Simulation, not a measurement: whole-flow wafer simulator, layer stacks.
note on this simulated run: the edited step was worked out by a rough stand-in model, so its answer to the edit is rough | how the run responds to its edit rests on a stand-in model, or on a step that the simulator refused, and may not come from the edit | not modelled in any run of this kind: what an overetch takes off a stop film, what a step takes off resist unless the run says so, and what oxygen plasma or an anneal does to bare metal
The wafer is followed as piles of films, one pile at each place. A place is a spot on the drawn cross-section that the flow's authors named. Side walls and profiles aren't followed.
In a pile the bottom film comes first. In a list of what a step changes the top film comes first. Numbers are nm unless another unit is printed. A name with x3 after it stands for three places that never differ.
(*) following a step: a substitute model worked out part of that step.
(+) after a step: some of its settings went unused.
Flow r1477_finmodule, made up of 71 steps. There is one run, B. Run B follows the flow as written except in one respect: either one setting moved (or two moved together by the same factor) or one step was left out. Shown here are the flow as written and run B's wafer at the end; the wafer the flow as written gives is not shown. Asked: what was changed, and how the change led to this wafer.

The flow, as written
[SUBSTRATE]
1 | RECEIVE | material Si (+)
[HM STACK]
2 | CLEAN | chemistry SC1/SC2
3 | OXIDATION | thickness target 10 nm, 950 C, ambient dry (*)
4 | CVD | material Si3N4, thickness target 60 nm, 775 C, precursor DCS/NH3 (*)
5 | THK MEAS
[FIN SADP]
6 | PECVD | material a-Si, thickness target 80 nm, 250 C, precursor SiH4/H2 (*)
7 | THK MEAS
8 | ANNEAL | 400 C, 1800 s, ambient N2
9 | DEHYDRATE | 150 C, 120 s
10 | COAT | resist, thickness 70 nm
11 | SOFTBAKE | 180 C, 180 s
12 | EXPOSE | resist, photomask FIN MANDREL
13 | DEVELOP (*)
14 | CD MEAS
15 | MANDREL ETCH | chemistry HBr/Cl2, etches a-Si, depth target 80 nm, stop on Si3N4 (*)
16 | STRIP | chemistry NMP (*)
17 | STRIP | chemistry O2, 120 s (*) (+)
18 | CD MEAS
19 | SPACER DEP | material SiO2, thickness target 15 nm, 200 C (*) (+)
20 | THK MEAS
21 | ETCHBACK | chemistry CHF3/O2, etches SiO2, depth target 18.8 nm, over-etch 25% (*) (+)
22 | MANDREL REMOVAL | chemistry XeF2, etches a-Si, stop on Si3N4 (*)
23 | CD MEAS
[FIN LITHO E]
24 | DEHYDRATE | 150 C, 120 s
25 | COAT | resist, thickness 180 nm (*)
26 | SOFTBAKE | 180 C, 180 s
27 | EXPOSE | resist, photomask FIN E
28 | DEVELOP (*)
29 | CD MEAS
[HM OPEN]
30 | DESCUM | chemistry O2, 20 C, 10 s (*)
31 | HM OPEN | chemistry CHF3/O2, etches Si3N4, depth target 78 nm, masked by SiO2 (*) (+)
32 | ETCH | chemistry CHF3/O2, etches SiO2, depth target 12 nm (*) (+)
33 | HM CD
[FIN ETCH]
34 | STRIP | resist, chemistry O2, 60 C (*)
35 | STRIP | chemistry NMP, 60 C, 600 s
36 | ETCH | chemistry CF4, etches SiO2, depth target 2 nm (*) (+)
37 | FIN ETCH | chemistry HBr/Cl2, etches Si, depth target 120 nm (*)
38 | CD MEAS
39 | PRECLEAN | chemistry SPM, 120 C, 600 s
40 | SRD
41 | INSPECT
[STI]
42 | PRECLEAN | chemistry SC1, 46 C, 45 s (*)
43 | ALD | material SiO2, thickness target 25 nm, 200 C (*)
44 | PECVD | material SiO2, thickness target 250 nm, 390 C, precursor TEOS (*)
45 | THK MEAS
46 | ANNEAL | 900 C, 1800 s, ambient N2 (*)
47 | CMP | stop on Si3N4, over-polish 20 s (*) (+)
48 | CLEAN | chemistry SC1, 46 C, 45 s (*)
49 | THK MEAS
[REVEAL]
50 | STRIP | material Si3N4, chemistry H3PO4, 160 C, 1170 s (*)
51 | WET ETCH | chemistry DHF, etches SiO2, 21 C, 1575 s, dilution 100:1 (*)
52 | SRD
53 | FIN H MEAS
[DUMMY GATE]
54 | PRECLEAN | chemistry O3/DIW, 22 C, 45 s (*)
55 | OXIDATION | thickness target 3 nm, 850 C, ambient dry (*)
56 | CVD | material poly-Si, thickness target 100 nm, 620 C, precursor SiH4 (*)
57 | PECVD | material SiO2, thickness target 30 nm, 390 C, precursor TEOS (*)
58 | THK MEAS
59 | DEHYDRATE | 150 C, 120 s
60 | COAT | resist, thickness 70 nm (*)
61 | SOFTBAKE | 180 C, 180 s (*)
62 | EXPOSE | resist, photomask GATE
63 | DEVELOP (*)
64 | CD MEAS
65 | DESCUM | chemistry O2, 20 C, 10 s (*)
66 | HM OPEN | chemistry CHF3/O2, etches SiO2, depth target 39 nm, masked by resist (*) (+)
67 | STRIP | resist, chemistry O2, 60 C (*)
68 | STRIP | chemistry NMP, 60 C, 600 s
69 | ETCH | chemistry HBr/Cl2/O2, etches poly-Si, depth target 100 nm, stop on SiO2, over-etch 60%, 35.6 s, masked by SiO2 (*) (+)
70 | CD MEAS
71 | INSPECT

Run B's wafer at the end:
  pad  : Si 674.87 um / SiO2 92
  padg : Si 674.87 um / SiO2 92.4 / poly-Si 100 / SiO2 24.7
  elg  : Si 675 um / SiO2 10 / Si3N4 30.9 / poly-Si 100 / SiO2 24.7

Cause: step 6, PECVD: thickness target 60 nm was run, while the flow as written has thickness target 80 nm.

Step by step, how the change led to this:
  6 | PECVD | material a-Si, thickness target 80 nm, 250 C, precursor SiH4/H2 (*)
      pad, padg, elg and 33 more: +60 a-Si (new film) (it would be, as written: +80 a-Si (new film))
  15 | MANDREL ETCH | chemistry HBr/Cl2, etches a-Si, depth target 80 nm, stop on Si3N4 (*)
      pad, padg, elg and 27 more: -60 a-Si (all of it) (it would be, as written: -80 a-Si (all of it))
  21 | ETCHBACK | chemistry CHF3/O2, etches SiO2, depth target 18.8 nm, over-etch 25% (*) (+)
      s40sg_line, s45sg_line, s50sg_line, s40so_line, s45so_line, s50so_line: +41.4 SiO2 (it would be, as written: +61.4 SiO2)
  22 | MANDREL REMOVAL | chemistry XeF2, etches a-Si, stop on Si3N4 (*)
      s40cg, s45cg, s50cg, s40co, s45co, s50co: -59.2 a-Si (all of it) (it would be, as written: -79.2 a-Si (all of it))
  25 | COAT | resist, thickness 180 nm (*)
      s40cg, s40co: +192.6 resist (new film) (it would be, as written: +197.6 resist (new film))
      s40sg, s40so: +196.2 resist (new film) (it would be, as written: +201.2 resist (new film))
      (as well as at 14 more places)
  28 | DEVELOP (*)
      s40cg, s40co: -192.6 resist (all of it) (it would be, as written: -197.6 resist (all of it))
      s40sg, s40so: -196.2 resist (all of it) (it would be, as written: -201.2 resist (all of it))
      (as well as at 14 more places)
  37 | FIN ETCH | chemistry HBr/Cl2, etches Si, depth target 120 nm (*)
      s40sg_line, s45sg_line, s50sg_line, s40so_line, s45so_line, s50so_line: -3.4 SiO2 (all of it), -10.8 Si3N4 (it would be, as written: -9.23 SiO2)
  43 | ALD | material SiO2, thickness target 25 nm, 200 C (*)
      s40sg_line, s45sg_line, s50sg_line, s40so_line, s45so_line, s50so_line: +25 SiO2 (new film) (it would be, as written: +25 SiO2)
      s40cg, s45cg, s50cg, s40co, s45co, s50co: +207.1 SiO2 (new film) (it would be, as written: +232.1 SiO2 (new film))
  47 | CMP | stop on Si3N4, over-polish 20 s (*) (+)
      pad, padg, e40sg and 11 more: -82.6 SiO2 (it would be, as written: -71.8 SiO2)
      elg, esg, e40lg and 6 more: -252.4 SiO2 (it would be, as written: -241.6 SiO2)
      (as well as at 13 more places)
  50 | STRIP | material Si3N4, chemistry H3PO4, 160 C, 1170 s (*)
      s40sg_line, s45sg_line, s50sg_line, s40so_line, s45so_line, s50so_line: -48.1 Si3N4 (all of it), -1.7 SiO2 (it would be, as written: -58.9 Si3N4 (all of it), -1.37 SiO2)
  51 | WET ETCH | chemistry DHF, etches SiO2, 21 C, 1575 s, dilution 100:1 (*)
      elg, e40lg, e100lg, e200lg, elo, e40lo, e100lo, e200lo: -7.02 SiO2 (all of it), -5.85 Si3N4 (it would be, as written: -17.8 SiO2 (all of it), -4.97 Si3N4)
  56 | CVD | material poly-Si, thickness target 100 nm, 620 C, precursor SiH4 (*)
      s40cg, s40co: +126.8 poly-Si (new film) (it would be, as written: +113.9 poly-Si (new film))
      s45cg, s45co: +126.8 poly-Si (new film) (it would be, as written: +113.4 poly-Si (new film))
      (as well as at 3 more places)
  60 | COAT | resist, thickness 70 nm (*)
      e40sg, eso, e40so: +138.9 resist (new film) (it would be, as written: +129.5 resist (new film))
      e100sg, e100so: +138.9 resist (new film) (it would be, as written: +129.4 resist (new film))
      (as well as at 14 more places)
  63 | DEVELOP (*)
      eso, e40so: -138.9 resist (all of it) (it would be, as written: -129.5 resist (all of it))
      e100so: -138.9 resist (all of it) (it would be, as written: -129.4 resist (all of it))
      (as well as at 7 more places)
  67 | STRIP | resist, chemistry O2, 60 C (*)
      e40sg: -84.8 resist (all of it) (it would be, as written: -75.4 resist (all of it))
      e100sg: -84.7 resist (all of it) (it would be, as written: -75.3 resist (all of it))
      (as well as at 8 more places)
  69 | ETCH | chemistry HBr/Cl2/O2, etches poly-Si, depth target 100 nm, stop on SiO2, over-etch 60%, 35.6 s, masked by SiO2 (*) (+)
      s40co: -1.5 chemical SiO2 (all of it), -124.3 poly-Si (all of it), -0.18 SiO2 (it would be, as written: -1.46 chemical SiO2 (all of it), -111.5 poly-Si (all of it), -0.24 SiO2)
      s45co: -1.5 chemical SiO2 (all of it), -124.3 poly-Si (all of it), -0.18 SiO2 (it would be, as written: -1.46 chemical SiO2 (all of it), -110.9 poly-Si (all of it), -0.25 SiO2)
      (as well as at 1 more place)
